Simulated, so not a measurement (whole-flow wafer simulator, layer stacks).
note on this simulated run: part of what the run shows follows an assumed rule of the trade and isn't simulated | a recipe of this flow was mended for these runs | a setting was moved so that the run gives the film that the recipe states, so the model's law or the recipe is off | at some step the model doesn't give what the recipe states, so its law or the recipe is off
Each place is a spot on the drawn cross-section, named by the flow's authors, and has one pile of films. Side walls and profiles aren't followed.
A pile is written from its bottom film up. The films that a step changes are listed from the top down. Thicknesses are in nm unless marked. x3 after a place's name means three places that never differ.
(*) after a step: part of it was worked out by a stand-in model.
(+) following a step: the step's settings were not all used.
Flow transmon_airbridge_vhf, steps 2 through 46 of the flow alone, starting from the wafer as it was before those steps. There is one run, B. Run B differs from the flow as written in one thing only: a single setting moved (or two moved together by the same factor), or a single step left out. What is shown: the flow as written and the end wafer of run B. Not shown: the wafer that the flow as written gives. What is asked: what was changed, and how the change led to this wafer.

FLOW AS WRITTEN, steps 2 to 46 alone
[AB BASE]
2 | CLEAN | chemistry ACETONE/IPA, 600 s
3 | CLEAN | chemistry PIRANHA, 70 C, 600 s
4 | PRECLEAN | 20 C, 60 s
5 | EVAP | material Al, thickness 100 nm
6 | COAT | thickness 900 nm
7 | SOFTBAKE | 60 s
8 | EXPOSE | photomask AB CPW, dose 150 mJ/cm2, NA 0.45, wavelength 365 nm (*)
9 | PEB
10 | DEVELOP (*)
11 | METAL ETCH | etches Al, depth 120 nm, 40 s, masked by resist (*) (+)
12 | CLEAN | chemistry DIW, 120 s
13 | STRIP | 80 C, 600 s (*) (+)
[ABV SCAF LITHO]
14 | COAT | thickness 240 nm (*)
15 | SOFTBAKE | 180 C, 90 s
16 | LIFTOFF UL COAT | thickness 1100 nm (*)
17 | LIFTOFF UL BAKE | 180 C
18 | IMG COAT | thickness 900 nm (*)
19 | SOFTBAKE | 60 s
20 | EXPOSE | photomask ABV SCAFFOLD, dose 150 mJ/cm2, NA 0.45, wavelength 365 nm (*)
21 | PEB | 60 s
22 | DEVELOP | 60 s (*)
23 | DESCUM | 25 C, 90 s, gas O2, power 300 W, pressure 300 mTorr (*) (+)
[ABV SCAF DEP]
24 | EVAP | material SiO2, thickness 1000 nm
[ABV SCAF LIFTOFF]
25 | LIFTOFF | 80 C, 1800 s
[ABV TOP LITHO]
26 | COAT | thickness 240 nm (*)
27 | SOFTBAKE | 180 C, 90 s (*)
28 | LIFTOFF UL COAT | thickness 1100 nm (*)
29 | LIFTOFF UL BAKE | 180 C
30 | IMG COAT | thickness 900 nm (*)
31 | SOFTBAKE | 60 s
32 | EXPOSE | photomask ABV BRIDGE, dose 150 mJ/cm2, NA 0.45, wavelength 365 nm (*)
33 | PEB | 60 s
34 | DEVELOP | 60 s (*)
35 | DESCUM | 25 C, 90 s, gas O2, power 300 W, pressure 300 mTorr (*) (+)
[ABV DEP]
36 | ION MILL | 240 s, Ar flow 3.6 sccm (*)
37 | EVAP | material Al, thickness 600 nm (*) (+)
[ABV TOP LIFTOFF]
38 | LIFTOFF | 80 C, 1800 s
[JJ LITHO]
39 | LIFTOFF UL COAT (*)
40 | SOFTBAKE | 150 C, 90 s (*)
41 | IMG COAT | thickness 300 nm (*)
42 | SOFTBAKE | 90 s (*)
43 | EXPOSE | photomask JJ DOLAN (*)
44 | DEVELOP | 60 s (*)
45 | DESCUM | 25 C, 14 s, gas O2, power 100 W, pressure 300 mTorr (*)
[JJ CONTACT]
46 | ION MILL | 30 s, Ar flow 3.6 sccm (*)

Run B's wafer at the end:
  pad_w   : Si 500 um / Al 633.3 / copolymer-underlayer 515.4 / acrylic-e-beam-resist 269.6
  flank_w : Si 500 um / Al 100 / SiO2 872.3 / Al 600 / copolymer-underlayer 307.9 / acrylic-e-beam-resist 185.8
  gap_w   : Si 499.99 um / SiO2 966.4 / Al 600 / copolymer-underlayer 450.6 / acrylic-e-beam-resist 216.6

The reason: step 36, ION MILL: 336 s was run, while the flow as written has 240 s.

The path from the change to this, step by step:
  36 | ION MILL | 240 s, Ar flow 3.6 sccm (*)
      field x3, jj_line, ground_far, trace_open_s x2, margin_s, margin_n: -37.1 i-line-resist (in the flow as written it would be: -26.5 i-line-resist)
      flank_w, gap_w, cpw_trace, gap_e, flank_e, bridge_strip: -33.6 SiO2 (in the flow as written it would be: -24 SiO2)
      (as well as at 2 more places)
  38 | LIFTOFF | 80 C, 1800 s
      margin_s: -600 Al (all of it), -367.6 i-line-resist (all of it), -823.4 lift-off-underlayer (all of it), -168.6 acrylic-e-beam-resist (all of it) (in the flow as written it would be: -600 Al (all of it), -378.2 i-line-resist (all of it), -823.4 lift-off-underlayer (all of it), -168.6 acrylic-e-beam-resist (all of it))
      margin_n: -600 Al (all of it), -367.7 i-line-resist (all of it), -823.4 lift-off-underlayer (all of it), -168.6 acrylic-e-beam-resist (all of it) (in the flow as written it would be: -600 Al (all of it), -378.2 i-line-resist (all of it), -823.4 lift-off-underlayer (all of it), -168.6 acrylic-e-beam-resist (all of it))
